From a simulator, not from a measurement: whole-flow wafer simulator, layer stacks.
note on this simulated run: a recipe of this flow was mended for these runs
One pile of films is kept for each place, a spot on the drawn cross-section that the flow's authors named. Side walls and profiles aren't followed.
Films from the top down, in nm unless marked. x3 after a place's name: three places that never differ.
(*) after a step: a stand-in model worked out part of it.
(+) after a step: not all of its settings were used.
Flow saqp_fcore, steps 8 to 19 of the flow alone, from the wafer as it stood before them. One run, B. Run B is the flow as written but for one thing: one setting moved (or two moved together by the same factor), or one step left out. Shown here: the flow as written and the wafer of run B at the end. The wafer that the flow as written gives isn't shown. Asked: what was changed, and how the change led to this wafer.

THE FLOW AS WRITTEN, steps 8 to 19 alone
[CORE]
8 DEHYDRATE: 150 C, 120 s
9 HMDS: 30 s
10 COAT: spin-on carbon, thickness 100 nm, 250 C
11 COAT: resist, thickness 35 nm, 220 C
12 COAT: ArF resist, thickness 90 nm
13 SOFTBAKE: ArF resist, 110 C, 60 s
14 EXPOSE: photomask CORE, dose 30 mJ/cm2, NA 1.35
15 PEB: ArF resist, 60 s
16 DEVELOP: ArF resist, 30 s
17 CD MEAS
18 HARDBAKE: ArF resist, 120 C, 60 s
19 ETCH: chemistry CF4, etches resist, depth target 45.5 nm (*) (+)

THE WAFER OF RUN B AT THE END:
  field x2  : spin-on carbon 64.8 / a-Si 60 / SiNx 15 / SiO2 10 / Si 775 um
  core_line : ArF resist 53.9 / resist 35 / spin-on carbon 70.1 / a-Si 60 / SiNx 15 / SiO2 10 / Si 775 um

The cause: step 10, COAT: thickness 70.1 nm was run, where the flow has thickness 100 nm.
It can be read off the wafer: core_line has spin-on carbon 70.1, and step 10 as written asks for 100 nm.

How the change led to this, step by step:
  10 COAT: spin-on carbon, thickness 100 nm, 250 C
      field x2, core_line: spin-on carbon +70.1 (new film) (as written it would be: spin-on carbon +100 (new film))
